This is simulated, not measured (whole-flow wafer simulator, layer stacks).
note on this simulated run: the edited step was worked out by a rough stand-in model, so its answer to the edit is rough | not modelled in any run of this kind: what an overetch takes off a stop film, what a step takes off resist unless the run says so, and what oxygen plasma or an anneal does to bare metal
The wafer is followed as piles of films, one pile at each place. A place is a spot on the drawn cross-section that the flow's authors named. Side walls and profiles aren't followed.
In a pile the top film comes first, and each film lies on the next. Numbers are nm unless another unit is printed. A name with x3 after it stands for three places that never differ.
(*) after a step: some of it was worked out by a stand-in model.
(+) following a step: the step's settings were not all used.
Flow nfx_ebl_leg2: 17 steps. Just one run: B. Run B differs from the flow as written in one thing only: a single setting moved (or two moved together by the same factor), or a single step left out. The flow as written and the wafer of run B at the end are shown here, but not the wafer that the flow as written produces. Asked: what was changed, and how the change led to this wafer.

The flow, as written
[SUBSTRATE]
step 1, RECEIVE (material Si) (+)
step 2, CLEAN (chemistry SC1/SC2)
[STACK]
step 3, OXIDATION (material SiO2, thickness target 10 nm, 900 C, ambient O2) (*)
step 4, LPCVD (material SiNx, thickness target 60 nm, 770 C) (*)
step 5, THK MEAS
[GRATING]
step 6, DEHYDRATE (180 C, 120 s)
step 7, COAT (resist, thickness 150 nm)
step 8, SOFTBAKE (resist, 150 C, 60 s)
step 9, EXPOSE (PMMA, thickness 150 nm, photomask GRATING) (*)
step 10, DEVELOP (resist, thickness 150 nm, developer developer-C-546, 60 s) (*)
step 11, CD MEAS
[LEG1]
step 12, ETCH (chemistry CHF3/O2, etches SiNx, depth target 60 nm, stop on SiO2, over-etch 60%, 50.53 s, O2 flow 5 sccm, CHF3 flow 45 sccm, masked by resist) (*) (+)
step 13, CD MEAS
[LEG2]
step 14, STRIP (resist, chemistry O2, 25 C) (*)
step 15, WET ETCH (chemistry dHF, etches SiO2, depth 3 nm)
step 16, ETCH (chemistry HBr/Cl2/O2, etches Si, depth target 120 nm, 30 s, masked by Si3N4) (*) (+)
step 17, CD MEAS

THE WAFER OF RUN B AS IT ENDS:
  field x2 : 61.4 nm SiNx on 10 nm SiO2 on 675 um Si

The reason: step 4, LPCVD: thickness target 68.2 nm was run, though the flow has thickness target 60 nm.

The path from the change to this, step by step:
  step 4, LPCVD (material SiNx, thickness target 60 nm, 770 C) (*)
      field x2, pad x2: SiNx gains 68.2 (new film) (as written it would have been: SiNx gains 60 (new film))
  step 12, ETCH (chemistry CHF3/O2, etches SiNx, depth target 60 nm, stop on SiO2, over-etch 60%, 50.53 s, O2 flow 5 sccm, CHF3 flow 45 sccm, masked by resist) (*) (+)
      pad x2: SiNx loses 68.2 (all of it), SiO2 loses 10 (all of it) (as written it would have been: SiNx loses 60 (all of it), SiO2 loses 10 (all of it))
